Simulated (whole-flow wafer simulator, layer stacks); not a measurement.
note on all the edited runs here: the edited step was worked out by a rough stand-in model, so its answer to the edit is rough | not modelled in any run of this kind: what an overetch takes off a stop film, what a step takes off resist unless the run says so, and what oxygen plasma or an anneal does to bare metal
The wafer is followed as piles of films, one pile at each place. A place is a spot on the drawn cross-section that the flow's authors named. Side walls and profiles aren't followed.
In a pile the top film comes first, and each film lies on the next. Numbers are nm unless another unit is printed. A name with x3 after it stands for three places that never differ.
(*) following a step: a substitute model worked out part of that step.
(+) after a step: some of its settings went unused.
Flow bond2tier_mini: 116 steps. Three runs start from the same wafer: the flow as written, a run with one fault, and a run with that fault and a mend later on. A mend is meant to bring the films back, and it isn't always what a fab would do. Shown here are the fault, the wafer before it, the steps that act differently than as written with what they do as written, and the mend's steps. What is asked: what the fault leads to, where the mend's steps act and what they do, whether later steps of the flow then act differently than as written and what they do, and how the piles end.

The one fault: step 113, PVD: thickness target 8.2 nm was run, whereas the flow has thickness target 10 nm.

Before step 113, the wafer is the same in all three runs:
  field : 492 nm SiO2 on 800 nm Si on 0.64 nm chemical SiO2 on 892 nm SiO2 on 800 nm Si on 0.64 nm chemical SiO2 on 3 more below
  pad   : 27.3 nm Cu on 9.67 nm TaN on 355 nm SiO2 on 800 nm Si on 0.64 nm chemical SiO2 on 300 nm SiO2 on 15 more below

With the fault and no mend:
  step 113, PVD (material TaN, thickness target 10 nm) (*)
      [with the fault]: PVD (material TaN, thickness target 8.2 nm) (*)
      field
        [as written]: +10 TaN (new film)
        [with the fault]: +8.2 TaN (new film)
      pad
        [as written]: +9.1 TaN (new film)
        [with the fault]: +7.47 TaN (new film)
  Steps further on in the flow that do not act as written (not shown: 1 more step that differs only slightly, by at most 2% or 0.5 nm, whichever is larger):
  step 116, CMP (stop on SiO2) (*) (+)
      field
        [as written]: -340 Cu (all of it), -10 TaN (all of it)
        [with the fault]: -340 Cu (all of it), -8.2 TaN (all of it)
  At pad, the piles at the end differ from the flow's by more than 2% or 0.5 nm, whichever is larger.
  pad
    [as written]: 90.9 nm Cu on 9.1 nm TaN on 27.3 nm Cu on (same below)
    [with the fault]: 92.5 nm Cu on 7.47 nm TaN on 27.3 nm Cu on (same below)

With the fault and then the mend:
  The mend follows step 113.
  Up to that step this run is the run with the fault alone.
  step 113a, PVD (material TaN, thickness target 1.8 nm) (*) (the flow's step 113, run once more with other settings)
      field
        +1.8 TaN
      pad
        +1.64 TaN
  None of the later steps of the flow acts differently than as written at any place that is followed.
  The piles end the same as the flow's at every place that both follow.
